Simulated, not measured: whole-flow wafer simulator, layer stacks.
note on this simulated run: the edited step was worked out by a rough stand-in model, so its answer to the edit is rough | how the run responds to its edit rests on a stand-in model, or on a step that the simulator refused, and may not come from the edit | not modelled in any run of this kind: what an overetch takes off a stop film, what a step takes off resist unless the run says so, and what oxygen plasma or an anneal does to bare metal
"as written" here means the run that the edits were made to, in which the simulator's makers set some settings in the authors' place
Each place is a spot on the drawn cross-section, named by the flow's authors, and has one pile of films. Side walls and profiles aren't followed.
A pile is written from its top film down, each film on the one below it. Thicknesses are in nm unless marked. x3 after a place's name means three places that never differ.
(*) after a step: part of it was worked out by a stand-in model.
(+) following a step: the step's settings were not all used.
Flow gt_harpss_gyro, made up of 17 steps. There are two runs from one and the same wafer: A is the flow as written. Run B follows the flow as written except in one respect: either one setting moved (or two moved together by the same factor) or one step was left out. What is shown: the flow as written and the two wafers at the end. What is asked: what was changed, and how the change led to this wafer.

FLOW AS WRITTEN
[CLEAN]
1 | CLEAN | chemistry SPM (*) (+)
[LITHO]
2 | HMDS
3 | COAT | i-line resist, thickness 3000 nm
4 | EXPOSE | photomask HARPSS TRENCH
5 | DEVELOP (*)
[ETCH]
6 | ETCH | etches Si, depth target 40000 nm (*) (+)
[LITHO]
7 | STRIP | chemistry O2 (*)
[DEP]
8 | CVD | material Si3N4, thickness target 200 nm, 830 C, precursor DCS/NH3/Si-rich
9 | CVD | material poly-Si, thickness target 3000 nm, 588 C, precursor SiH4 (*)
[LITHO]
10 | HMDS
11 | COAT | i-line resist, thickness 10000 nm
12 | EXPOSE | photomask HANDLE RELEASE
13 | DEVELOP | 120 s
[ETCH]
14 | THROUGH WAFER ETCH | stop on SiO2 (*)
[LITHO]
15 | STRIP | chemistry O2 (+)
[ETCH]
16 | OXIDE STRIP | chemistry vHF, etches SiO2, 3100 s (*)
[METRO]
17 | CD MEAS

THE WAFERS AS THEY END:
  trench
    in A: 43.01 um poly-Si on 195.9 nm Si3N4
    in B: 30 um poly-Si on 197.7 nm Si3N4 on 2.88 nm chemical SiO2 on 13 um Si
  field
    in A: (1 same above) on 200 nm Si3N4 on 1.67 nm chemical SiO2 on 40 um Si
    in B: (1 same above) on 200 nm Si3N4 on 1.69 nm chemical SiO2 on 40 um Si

What caused this: step 6, ETCH: depth target 27000 nm was run, while the flow as written has depth target 40000 nm.

How this came from the change, step by step:
  6 | ETCH | etches Si, depth target 40000 nm (*) (+)
      trench: A chemical SiO2 loses 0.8 (all of it), Si loses 40 um (all of it) | B chemical SiO2 loses 0.8 (all of it), Si loses 27 um
      field: A i-line resist loses 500 | B i-line resist loses 337.5
  7 | STRIP | chemistry O2 (*)
      trench: A nothing | B chemical SiO2 gains 2.88 (new film), Si loses 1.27
      field: A i-line resist loses 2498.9 (all of it), chemical SiO2 gains 0.87, Si loses 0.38 | B i-line resist loses 2661.4 (all of it), chemical SiO2 gains 0.89, Si loses 0.39
  9 | CVD | material poly-Si, thickness target 3000 nm, 588 C, precursor SiH4 (*)
      trench: A poly-Si gains 43.01 um (new film) | B poly-Si gains 30 um (new film)
